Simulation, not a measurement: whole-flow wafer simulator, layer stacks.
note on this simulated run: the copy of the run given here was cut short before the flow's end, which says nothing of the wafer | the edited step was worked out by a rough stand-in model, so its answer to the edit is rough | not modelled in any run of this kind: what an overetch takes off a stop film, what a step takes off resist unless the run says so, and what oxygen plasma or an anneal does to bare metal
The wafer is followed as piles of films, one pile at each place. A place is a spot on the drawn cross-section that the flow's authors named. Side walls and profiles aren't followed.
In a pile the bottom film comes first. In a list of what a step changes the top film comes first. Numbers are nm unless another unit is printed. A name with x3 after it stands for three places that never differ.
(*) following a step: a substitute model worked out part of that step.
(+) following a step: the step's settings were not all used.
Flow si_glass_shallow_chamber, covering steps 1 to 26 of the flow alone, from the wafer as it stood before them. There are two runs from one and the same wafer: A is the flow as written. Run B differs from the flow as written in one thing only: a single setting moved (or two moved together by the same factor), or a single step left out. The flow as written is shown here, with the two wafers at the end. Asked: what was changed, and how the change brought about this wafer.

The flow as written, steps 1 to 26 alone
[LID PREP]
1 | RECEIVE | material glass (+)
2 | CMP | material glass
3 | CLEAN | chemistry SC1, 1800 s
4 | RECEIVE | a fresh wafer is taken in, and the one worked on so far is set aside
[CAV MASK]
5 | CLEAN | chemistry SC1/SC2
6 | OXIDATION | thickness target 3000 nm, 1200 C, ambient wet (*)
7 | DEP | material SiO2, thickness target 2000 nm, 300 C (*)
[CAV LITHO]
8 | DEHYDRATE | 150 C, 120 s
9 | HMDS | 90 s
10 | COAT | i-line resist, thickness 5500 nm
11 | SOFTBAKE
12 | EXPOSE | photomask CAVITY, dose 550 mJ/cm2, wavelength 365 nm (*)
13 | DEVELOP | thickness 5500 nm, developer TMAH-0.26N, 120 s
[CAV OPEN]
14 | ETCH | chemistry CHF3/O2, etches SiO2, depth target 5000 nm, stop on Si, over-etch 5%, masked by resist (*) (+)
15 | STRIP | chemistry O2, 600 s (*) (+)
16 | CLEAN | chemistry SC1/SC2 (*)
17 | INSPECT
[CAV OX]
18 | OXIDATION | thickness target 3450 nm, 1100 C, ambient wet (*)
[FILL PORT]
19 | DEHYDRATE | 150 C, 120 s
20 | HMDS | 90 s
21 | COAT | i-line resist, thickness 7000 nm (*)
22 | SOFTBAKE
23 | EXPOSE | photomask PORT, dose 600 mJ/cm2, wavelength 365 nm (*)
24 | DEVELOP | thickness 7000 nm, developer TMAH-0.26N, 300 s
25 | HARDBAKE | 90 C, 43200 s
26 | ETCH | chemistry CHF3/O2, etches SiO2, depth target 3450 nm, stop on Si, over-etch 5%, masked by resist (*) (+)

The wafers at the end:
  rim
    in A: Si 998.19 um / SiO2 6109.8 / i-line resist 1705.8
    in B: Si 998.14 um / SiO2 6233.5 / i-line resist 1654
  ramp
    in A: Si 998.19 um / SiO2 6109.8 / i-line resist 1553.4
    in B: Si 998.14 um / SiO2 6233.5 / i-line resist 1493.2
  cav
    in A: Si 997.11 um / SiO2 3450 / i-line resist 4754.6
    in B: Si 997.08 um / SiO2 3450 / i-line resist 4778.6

Cause: step 6, OXIDATION: thickness target 3150 nm was run, while the flow as written has thickness target 3000 nm.

How this came from the change, step by step:
  6 | OXIDATION | thickness target 3000 nm, 1200 C, ambient wet (*)
      rim, ramp, cav, port, septum, ring: A +3000 SiO2 (new film), -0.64 chemical SiO2 (all of it), -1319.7 Si | B +3150 SiO2 (new film), -0.64 chemical SiO2 (all of it), -1385.7 Si
  14 | ETCH | chemistry CHF3/O2, etches SiO2, depth target 5000 nm, stop on Si, over-etch 5%, masked by resist (*) (+)
      cav, port: A -5000 SiO2 (all of it), -50 Si | B -5150 SiO2 (all of it), -20 Si
  18 | OXIDATION | thickness target 3450 nm, 1100 C, ambient wet (*)
      rim, ramp, septum, ring: A +1109.8 SiO2, -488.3 Si | B +1083.5 SiO2, -476.7 Si
  22 | SOFTBAKE
      rim: A -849 i-line resist | B -866.5 i-line resist
      ramp: A -434.5 i-line resist | B -446.9 i-line resist
      (also at 1 further place)
  25 | HARDBAKE | 90 C, 43200 s
      rim: A -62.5 i-line resist | B -60.6 i-line resist
      ramp: A -57.1 i-line resist | B -55 i-line resist
